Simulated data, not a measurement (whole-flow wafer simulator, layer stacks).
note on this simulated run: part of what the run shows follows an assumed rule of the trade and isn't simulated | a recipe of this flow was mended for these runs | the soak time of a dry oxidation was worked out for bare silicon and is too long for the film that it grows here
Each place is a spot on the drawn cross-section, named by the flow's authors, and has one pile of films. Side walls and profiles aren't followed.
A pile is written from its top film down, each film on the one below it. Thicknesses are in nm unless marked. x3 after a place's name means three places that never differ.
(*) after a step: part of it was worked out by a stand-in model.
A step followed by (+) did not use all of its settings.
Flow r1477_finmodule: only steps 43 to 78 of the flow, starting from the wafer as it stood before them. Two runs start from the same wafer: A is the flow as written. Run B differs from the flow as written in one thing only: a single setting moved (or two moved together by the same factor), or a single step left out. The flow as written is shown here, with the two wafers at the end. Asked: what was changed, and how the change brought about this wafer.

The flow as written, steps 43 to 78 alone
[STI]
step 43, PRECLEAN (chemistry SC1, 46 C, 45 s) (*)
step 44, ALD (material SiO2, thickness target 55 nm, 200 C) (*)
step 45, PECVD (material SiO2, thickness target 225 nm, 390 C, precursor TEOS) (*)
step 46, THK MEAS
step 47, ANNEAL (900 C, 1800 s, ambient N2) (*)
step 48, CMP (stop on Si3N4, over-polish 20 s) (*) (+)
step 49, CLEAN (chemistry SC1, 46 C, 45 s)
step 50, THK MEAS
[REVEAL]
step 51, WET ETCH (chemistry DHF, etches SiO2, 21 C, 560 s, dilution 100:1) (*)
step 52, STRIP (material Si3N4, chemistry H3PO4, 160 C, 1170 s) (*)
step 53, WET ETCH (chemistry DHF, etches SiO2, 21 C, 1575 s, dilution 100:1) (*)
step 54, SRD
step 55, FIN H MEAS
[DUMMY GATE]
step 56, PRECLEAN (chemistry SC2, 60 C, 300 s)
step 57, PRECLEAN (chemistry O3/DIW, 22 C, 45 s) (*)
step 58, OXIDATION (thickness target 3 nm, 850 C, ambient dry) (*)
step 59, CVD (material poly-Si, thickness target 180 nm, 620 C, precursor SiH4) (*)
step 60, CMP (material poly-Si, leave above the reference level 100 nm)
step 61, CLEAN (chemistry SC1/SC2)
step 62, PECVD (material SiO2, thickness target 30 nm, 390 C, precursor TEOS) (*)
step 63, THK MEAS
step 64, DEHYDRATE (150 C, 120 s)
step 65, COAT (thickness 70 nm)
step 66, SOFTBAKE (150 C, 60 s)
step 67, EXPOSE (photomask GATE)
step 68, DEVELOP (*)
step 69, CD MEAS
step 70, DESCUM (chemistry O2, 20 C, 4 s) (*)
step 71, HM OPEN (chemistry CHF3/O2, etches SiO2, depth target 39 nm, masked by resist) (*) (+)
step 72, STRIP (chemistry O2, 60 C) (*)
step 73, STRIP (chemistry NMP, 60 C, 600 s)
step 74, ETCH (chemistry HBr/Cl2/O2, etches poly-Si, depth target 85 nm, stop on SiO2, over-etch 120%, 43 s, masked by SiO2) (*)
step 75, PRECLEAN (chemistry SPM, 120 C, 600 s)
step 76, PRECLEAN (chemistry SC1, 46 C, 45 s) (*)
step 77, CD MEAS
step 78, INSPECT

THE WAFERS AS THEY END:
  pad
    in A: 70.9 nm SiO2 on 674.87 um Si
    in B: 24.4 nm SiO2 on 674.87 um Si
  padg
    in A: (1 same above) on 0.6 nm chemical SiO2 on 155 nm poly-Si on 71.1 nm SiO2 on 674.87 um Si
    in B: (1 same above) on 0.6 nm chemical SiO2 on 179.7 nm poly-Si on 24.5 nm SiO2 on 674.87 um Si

Cause: step 45, PECVD: thickness target 90 nm was run, though the flow has thickness target 225 nm.

The path from the change to this, step by step:
  step 45, PECVD (material SiO2, thickness target 225 nm, 390 C, precursor TEOS) (*)
      pad, padg, elg x4 and 30 more: A SiO2 gains 225 | B SiO2 gains 90
  step 47, ANNEAL (900 C, 1800 s, ambient N2) (*)
      pad, padg, elg x4 and 30 more: A SiO2 loses 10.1 | B SiO2 loses 4.05
  step 48, CMP (stop on Si3N4, over-polish 20 s) (*) (+)
      pad, padg: A SiO2 loses 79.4 | B nothing
      s40cg x3, s40sg x3, s40co x3, s40so x3: A SiO2 loses 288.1 | B SiO2 loses 159.2
      (and at 22 other places as well)
  step 53, WET ETCH (chemistry DHF, etches SiO2, 21 C, 1575 s, dilution 100:1) (*)
      pad, padg: A SiO2 loses 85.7 | B SiO2 loses 83
  step 60, CMP (material poly-Si, leave above the reference level 100 nm)
      pad, padg: A poly-Si loses 24.8 | B nothing
  step 74, ETCH (chemistry HBr/Cl2/O2, etches poly-Si, depth target 85 nm, stop on SiO2, over-etch 120%, 43 s, masked by SiO2) (*)
      pad: A chemical SiO2 loses 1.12 (all of it), poly-Si loses 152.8 (all of it), SiO2 loses 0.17 | B chemical SiO2 loses 1.12 (all of it), poly-Si loses 177.6 (all of it)
